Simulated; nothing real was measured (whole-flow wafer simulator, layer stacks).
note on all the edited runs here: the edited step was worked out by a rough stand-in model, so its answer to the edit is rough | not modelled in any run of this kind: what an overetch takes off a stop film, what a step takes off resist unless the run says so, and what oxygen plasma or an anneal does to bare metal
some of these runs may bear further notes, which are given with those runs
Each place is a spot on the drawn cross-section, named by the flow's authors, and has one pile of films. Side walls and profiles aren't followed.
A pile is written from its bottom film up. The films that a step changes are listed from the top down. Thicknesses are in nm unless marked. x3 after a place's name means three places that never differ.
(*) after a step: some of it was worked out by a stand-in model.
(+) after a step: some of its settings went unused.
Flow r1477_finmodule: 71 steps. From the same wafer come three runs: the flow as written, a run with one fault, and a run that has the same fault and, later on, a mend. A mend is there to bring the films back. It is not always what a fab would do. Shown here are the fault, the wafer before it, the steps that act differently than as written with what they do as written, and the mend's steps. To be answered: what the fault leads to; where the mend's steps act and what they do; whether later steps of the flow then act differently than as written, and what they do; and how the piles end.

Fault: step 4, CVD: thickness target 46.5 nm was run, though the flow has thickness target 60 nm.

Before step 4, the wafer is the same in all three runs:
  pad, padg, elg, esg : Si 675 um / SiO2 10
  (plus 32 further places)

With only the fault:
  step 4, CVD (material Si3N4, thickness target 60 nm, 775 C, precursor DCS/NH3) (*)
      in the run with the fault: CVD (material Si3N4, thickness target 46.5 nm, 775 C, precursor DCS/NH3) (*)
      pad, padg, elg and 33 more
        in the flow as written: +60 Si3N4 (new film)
        in the run with the fault: +46.5 Si3N4 (new film)
  Steps later in the flow that act otherwise than as written (not shown: 6 more steps that differ only slightly, by at most 2% or 0.5 nm, whichever is larger):
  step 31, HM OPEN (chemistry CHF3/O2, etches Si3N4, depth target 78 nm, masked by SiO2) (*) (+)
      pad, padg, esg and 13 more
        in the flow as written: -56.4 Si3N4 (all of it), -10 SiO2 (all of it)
        in the run with the fault: -42.9 Si3N4 (all of it), -10 SiO2 (all of it)
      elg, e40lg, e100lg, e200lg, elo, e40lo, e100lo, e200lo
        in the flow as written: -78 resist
        in the run with the fault: -64.3 resist
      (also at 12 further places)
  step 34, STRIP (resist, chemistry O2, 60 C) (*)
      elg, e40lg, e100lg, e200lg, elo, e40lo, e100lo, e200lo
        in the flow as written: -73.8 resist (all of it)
        in the run with the fault: -87.4 resist (all of it)
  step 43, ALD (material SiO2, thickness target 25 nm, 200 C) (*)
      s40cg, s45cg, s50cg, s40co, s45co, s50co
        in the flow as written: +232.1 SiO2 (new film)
        in the run with the fault: +225.4 SiO2 (new film)
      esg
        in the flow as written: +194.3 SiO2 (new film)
        in the run with the fault: +180.7 SiO2 (new film)
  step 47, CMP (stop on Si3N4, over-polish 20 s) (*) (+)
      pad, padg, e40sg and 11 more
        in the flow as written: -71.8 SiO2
        in the run with the fault: -85.3 SiO2
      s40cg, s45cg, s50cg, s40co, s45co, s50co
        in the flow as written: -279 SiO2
        in the run with the fault: -285.9 SiO2
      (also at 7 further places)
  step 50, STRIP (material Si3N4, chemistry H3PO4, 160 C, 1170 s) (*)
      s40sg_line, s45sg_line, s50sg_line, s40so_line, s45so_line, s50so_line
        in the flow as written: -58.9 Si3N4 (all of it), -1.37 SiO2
        in the run with the fault: -45.4 Si3N4 (all of it), -1.79 SiO2
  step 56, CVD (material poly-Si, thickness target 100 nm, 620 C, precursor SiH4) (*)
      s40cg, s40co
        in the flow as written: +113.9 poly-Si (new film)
        in the run with the fault: +129.4 poly-Si (new film)
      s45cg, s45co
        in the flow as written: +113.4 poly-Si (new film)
        in the run with the fault: +129.4 poly-Si (new film)
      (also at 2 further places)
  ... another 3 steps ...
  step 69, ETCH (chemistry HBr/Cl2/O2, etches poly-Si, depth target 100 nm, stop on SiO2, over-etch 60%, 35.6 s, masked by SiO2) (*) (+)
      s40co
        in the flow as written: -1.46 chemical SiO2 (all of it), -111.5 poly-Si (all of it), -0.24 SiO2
        in the run with the fault: -1.46 chemical SiO2 (all of it), -127 poly-Si (all of it), -0.17 SiO2
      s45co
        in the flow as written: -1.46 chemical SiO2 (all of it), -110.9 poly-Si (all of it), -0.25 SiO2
        in the run with the fault: -1.46 chemical SiO2 (all of it), -127 poly-Si (all of it), -0.17 SiO2
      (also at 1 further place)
  At pad, padg, elg and 27 more, the piles at the end differ from the flow's by more than 2% or 0.5 nm, whichever is larger.
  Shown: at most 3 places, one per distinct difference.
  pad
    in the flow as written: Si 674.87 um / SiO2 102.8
    in the run with the fault: Si 674.87 um / SiO2 89.3
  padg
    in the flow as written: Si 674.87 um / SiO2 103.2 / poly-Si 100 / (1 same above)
    in the run with the fault: Si 674.87 um / SiO2 89.7 / poly-Si 100 / (1 same above)
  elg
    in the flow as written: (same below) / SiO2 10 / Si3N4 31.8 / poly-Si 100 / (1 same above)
    in the run with the fault: (same below) / SiO2 10 / Si3N4 18.3 / poly-Si 100 / (1 same above)

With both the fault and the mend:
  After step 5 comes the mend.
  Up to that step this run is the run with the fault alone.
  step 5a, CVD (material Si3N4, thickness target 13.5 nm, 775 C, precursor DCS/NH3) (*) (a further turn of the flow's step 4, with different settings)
      pad, padg, elg and 33 more
        +13.5 Si3N4
  Every later step of the flow that is run acts as written at every place that is followed.
  At every place that both follow, the piles at the end match the flow's.
